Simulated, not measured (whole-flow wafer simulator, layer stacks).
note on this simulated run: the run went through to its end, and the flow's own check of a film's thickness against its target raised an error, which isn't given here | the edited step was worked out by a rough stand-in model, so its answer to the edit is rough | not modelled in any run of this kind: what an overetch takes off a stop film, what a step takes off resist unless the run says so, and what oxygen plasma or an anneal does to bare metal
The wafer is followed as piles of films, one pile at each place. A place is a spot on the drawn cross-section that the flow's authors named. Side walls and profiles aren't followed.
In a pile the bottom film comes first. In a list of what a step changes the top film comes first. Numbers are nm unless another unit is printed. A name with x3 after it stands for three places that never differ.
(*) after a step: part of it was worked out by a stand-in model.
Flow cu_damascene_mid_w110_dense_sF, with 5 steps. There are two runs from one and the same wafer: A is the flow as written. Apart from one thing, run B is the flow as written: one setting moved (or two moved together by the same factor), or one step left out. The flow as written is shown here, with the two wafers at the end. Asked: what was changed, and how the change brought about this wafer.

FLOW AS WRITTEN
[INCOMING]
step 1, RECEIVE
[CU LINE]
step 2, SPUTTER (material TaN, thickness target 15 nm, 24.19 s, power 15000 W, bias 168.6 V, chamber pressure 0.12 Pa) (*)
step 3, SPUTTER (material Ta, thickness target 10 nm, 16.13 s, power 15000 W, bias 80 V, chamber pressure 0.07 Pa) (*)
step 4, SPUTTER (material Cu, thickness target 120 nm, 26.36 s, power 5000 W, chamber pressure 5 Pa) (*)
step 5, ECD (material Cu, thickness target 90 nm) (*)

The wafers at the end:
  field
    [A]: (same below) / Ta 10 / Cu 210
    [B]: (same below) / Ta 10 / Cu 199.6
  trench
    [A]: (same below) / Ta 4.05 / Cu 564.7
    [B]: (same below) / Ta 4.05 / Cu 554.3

What caused this: step 5, ECD: thickness target 79.6 nm was run, though the flow has thickness target 90 nm.

The path from the change to this, step by step:
  step 5, ECD (material Cu, thickness target 90 nm) (*)
      field: A +90 Cu | B +79.6 Cu
